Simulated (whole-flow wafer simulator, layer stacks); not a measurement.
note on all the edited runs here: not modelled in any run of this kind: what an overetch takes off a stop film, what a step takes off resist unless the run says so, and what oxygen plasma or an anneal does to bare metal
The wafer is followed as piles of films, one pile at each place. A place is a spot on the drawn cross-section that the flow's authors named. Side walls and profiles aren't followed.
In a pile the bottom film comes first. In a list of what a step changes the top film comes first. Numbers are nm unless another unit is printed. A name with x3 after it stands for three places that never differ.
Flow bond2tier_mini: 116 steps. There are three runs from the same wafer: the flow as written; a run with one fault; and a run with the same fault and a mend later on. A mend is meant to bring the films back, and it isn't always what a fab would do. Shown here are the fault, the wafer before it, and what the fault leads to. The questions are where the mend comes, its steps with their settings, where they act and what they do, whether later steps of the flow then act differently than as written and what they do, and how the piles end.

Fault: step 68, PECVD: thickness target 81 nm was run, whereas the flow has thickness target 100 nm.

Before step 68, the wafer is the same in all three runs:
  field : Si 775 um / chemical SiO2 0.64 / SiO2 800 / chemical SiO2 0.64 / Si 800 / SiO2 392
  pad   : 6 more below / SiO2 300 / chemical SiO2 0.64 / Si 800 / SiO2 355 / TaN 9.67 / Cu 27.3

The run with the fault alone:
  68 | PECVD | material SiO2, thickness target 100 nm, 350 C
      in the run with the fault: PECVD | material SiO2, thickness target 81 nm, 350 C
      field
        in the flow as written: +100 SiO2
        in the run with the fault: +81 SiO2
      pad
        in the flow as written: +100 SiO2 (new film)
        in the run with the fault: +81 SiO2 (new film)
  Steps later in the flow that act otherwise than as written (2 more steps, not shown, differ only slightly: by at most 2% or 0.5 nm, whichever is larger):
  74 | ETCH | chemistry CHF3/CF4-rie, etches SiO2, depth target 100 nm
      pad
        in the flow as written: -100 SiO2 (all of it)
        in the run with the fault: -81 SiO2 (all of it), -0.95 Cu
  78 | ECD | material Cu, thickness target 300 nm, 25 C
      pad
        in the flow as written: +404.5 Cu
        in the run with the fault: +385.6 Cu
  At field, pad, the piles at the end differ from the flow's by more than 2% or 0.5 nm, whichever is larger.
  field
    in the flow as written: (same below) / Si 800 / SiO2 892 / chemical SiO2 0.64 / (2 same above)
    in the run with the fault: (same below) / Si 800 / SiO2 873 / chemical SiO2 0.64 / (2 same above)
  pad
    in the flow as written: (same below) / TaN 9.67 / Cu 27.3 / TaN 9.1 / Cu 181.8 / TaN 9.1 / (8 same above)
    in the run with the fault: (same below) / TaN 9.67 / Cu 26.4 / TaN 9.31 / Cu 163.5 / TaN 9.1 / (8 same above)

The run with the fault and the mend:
  The mend follows step 68.
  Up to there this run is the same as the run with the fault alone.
  68a | PECVD | material SiO2, thickness target 19 nm, 350 C (the flow's step 68 again, with other settings)
      field, pad
        +19 SiO2
  Every later step of the flow that is run acts as written at every place that is followed.
  By the end, the piles equal the flow's at every place that both follow.
